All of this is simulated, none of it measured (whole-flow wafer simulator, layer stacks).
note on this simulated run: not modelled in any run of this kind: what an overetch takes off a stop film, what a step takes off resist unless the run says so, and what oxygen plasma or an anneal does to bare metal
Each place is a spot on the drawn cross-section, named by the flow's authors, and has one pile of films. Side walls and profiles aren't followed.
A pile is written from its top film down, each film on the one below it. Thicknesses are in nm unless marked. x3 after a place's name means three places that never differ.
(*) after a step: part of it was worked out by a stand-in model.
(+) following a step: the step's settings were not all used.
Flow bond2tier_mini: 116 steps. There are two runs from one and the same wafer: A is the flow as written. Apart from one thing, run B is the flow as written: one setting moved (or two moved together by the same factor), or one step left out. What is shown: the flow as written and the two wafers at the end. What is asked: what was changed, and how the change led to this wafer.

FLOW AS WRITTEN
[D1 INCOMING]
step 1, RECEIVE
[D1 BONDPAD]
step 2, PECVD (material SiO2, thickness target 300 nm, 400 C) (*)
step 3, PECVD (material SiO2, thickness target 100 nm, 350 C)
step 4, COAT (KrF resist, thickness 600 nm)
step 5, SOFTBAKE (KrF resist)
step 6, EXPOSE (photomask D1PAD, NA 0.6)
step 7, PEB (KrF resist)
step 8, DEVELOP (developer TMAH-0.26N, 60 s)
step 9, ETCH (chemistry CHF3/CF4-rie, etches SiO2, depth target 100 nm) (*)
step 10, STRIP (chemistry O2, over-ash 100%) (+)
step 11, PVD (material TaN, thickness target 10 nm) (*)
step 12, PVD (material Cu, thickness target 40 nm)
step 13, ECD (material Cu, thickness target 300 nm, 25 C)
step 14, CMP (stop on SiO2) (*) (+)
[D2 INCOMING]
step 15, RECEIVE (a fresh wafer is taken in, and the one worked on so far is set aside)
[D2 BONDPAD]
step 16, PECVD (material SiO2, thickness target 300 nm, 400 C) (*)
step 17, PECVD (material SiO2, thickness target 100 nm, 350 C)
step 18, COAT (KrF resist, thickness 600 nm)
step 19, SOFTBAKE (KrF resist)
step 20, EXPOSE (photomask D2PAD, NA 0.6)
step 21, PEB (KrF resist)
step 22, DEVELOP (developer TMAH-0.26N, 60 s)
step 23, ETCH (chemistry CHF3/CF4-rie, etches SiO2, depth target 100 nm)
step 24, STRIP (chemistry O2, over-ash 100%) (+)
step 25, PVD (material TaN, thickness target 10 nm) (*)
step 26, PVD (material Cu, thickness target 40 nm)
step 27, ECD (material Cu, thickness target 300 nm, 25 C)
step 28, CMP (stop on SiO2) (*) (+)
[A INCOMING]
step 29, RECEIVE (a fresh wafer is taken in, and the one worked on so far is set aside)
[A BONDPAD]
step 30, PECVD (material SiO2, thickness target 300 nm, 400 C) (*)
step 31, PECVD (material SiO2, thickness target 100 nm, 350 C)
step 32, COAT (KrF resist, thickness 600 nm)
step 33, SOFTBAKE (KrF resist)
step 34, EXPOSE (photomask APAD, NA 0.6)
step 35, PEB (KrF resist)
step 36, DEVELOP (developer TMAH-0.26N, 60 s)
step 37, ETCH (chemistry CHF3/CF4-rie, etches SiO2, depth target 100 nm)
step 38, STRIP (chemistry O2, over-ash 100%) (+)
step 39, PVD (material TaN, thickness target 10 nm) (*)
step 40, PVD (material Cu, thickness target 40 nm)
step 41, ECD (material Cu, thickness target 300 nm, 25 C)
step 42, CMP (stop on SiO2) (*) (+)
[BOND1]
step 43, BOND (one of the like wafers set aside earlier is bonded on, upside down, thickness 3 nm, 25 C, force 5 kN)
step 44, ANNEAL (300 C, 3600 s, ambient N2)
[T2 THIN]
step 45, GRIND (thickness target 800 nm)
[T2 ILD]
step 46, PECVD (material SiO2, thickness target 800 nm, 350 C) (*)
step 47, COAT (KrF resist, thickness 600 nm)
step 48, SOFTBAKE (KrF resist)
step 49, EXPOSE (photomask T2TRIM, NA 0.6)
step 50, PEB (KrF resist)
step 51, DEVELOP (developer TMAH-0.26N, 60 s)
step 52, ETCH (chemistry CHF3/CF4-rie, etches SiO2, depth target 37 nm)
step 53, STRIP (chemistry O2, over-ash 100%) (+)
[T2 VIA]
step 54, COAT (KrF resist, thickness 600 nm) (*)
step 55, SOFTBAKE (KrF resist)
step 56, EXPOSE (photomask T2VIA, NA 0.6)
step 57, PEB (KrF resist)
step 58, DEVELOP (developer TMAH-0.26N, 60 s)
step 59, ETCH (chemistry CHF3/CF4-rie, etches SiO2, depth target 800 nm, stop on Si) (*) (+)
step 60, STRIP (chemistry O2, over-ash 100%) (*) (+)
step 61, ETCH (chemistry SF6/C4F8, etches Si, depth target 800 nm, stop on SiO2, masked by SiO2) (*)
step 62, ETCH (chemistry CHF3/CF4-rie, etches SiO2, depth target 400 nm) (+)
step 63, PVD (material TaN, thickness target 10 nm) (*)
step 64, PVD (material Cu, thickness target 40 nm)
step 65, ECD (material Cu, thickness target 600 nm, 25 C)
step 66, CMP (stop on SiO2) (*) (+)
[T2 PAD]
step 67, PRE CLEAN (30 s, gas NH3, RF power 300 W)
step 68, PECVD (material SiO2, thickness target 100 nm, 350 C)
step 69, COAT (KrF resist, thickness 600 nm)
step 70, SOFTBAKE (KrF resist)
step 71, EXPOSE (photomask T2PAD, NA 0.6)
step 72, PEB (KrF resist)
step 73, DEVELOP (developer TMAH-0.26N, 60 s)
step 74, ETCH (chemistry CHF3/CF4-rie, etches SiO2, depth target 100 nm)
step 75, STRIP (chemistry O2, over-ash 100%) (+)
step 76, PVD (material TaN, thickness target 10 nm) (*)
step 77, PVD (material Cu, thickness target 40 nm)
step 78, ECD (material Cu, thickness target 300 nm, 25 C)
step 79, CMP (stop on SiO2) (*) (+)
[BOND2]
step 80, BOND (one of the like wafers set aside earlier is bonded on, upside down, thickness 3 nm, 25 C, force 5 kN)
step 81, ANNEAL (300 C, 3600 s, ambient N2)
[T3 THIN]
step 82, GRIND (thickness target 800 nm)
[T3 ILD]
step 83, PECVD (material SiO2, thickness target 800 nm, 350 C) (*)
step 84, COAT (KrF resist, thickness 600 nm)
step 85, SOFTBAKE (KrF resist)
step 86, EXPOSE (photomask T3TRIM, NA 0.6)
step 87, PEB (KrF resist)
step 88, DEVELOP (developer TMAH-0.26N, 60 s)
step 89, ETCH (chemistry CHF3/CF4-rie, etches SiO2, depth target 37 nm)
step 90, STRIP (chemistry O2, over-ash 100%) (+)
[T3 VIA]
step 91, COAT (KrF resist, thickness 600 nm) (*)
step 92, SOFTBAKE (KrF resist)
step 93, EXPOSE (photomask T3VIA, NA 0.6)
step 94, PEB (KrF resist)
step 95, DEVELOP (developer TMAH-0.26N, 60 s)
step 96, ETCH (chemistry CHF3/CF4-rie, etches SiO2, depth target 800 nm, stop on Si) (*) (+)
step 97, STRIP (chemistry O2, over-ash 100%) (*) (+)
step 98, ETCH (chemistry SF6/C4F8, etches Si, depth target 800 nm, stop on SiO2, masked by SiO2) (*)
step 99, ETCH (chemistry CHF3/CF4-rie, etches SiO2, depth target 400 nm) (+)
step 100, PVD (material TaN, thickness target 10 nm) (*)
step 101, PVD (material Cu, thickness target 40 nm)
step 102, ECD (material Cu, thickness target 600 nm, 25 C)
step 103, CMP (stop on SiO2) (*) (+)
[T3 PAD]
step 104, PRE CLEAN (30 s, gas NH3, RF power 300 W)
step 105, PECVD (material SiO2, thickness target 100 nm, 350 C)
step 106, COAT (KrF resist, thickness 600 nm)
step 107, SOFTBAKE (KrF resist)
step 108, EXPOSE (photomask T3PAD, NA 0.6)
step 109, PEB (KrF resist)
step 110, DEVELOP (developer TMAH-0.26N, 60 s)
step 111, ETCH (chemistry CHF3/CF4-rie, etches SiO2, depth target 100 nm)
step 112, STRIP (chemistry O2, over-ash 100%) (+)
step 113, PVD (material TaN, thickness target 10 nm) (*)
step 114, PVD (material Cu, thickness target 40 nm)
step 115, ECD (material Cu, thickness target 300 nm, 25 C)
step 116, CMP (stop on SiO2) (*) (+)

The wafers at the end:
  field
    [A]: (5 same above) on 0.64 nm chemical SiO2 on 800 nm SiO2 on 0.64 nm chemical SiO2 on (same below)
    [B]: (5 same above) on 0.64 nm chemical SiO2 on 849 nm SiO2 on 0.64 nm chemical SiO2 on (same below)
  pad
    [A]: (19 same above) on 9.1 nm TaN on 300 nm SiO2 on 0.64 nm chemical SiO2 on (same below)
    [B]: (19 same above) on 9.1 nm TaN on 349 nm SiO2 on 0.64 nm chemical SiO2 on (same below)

What caused this: step 31, PECVD: thickness target 149 nm was run, while the flow as written has thickness target 100 nm.

The path from the change to this, step by step:
  step 31, PECVD (material SiO2, thickness target 100 nm, 350 C)
      field, pad, via: A +100 SiO2 | B +149 SiO2
